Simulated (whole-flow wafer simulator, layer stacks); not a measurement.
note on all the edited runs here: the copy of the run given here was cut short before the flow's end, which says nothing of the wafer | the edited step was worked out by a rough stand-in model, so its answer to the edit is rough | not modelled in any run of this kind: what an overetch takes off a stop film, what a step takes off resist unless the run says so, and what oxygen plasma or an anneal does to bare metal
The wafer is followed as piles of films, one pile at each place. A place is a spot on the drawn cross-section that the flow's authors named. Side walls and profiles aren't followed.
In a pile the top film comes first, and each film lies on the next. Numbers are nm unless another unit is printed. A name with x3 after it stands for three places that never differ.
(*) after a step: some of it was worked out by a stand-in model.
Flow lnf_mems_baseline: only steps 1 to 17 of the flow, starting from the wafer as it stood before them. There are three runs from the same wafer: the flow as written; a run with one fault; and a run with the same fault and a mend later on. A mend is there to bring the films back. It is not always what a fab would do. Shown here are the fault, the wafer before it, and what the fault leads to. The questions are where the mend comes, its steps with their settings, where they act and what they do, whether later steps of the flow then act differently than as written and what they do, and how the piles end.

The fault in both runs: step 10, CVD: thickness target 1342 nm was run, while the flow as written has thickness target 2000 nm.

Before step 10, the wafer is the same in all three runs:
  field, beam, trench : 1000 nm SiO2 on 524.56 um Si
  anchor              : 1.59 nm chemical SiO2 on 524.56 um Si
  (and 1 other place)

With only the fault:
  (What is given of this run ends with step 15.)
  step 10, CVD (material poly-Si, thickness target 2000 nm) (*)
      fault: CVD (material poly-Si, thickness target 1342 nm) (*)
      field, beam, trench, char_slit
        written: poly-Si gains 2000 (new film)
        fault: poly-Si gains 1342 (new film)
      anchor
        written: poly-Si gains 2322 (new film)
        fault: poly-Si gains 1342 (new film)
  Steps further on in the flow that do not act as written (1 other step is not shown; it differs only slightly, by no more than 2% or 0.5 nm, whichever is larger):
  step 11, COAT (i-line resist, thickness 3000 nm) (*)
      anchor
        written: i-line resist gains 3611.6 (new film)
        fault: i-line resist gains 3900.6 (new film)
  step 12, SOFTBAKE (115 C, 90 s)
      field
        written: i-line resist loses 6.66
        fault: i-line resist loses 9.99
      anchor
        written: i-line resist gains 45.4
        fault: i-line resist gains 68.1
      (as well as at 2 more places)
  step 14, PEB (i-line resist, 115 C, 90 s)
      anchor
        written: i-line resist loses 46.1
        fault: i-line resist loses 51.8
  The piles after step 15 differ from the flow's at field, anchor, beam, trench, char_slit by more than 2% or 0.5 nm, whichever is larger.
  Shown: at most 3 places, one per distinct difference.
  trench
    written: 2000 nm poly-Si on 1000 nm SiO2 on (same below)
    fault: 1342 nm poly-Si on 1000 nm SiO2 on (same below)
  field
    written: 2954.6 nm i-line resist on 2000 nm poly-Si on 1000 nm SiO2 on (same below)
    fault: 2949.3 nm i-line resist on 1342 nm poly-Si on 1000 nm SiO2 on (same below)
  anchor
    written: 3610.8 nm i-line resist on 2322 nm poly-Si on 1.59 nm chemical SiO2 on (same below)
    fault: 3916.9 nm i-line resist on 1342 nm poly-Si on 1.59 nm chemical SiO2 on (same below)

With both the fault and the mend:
  After step 10 comes the mend.
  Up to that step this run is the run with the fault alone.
  step 10a, ETCH (chemistry tmah, depth target 1729 nm)
      field, anchor, beam, trench, char_slit
        poly-Si loses 1342 (all of it)
  step 10b, CLEAN (chemistry SC1/SC2) (a further turn of the flow's step 1)
      does not change any film at any place that is followed
  step 10c, CVD (material poly-Si, thickness target 2000 nm) (*) (a further turn of the flow's step 10)
      field, beam, trench, char_slit
        poly-Si gains 2000 (new film)
      anchor
        poly-Si gains 2322 (new film)
  Every later step of the flow that is run acts as written at every place that is followed.
  The piles end the same as the flow's at every place that both follow.
